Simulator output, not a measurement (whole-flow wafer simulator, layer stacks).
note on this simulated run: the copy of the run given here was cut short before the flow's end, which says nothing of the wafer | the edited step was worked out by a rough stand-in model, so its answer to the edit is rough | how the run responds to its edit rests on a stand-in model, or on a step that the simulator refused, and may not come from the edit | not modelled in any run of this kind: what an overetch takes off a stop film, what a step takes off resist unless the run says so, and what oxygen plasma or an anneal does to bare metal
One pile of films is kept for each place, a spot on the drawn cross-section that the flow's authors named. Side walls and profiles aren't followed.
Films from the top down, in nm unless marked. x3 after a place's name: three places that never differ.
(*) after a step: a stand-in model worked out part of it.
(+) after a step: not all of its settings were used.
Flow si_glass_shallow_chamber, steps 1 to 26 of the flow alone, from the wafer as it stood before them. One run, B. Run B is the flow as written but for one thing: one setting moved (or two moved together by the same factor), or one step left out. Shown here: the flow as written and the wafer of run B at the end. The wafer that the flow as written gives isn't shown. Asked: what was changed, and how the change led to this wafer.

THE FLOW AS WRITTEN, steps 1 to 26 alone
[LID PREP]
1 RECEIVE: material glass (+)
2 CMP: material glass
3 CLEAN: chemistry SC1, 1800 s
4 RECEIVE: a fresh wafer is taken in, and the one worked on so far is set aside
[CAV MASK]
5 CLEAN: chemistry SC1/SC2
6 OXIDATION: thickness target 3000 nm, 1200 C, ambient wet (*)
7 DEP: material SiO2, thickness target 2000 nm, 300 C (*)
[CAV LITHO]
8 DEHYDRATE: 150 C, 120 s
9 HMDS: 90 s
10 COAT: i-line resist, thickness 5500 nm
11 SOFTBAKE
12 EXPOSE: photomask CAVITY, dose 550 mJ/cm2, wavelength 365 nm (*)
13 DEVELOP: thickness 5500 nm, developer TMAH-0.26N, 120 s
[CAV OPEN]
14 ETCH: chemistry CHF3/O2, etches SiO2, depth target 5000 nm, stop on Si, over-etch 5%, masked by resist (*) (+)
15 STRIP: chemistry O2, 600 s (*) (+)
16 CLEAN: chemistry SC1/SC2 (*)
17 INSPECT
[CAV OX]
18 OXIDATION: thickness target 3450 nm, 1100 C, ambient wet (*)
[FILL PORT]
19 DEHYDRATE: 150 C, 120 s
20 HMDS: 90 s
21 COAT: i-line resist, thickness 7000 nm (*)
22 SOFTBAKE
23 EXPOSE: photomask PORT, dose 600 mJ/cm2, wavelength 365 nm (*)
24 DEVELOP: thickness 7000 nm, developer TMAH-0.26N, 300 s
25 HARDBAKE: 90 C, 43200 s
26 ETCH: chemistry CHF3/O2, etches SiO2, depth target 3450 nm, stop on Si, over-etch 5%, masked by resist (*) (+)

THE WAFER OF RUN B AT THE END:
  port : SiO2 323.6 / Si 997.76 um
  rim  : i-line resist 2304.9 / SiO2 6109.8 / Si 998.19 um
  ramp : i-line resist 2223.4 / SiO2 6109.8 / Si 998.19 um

The cause: step 14, ETCH: depth target 3000 nm was run, where the flow has depth target 5000 nm.

How the change led to this, step by step:
  14 ETCH: chemistry CHF3/O2, etches SiO2, depth target 5000 nm, stop on Si, over-etch 5%, masked by resist (*) (+)
      cav, port: SiO2 -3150 (as written it would be: SiO2 -5000 (all of it), Si -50)
      rim, ramp, septum, ring: i-line resist -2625 (as written it would be: i-line resist -4375)
  15 STRIP: chemistry O2, 600 s (*) (+)
      cav, port: nothing (as written it would be: chemical SiO2 +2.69 (new film), Si -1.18)
      rim, ramp, septum, ring: i-line resist -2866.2 (all of it) (as written it would be: i-line resist -1116.2 (all of it))
  18 OXIDATION: thickness target 3450 nm, 1100 C, ambient wet (*)
      cav, port: SiO2 +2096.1, Si -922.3 (as written it would be: SiO2 +3450 (new film), chemical SiO2 -2.69 (all of it), Si -1516.8)
  21 COAT: i-line resist, thickness 7000 nm (*)
      rim: i-line resist +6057 (new film) (as written it would be: i-line resist +5660.1 (new film))
      ramp: i-line resist +5641.7 (new film) (as written it would be: i-line resist +5087.8 (new film))
      (and at 1 more place)
  22 SOFTBAKE
      rim: i-line resist -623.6 (as written it would be: i-line resist -849)
      ramp: i-line resist -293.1 (as written it would be: i-line resist -434.5)
      (and at 4 more places)
  24 DEVELOP: thickness 7000 nm, developer TMAH-0.26N, 300 s
      port: i-line resist -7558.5 (all of it) (as written it would be: i-line resist -7752.6 (all of it))
  25 HARDBAKE: 90 C, 43200 s
      rim: i-line resist -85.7 (as written it would be: i-line resist -62.5)
      ramp: i-line resist -82.4 (as written it would be: i-line resist -57.1)
      (and at 1 more place)
  26 ETCH: chemistry CHF3/O2, etches SiO2, depth target 3450 nm, stop on Si, over-etch 5%, masked by resist (*) (+)
      port: SiO2 -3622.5 (as written it would be: SiO2 -3450 (all of it), Si -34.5)
